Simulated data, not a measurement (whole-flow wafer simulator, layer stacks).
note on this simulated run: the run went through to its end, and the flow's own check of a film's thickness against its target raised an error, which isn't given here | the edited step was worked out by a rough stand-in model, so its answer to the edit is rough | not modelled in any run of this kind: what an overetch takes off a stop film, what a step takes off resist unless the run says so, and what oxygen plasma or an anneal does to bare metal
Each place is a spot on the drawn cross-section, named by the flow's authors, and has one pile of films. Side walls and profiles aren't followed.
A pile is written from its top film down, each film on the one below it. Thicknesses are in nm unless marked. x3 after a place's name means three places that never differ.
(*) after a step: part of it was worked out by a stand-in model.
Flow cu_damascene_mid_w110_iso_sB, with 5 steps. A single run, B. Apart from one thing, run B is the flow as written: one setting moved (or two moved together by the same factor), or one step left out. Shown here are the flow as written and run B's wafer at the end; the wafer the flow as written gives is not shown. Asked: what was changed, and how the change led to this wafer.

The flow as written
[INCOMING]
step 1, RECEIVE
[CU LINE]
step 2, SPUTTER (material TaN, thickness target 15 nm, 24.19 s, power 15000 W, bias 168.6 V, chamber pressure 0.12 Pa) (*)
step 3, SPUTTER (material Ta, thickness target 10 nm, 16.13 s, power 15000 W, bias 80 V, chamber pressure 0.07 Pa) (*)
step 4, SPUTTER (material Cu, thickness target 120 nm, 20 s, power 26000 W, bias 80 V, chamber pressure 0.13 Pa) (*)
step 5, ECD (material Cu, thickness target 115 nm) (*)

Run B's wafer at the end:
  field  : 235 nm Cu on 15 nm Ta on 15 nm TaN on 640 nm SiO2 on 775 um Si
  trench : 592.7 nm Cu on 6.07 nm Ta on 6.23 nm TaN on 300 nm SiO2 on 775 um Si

What caused this: step 3, SPUTTER: thickness target 15 nm was run, whereas the flow has thickness target 10 nm.
One can read it off the wafer: field has Ta 15, and step 3 as written asks for 10 nm.

The path from the change to this, step by step:
  step 3, SPUTTER (material Ta, thickness target 10 nm, 16.13 s, power 15000 W, bias 80 V, chamber pressure 0.07 Pa) (*)
      field: +15 Ta (new film) (it would be, as written: +10 Ta (new film))
      trench: +6.07 Ta (new film) (it would be, as written: +4.05 Ta (new film))
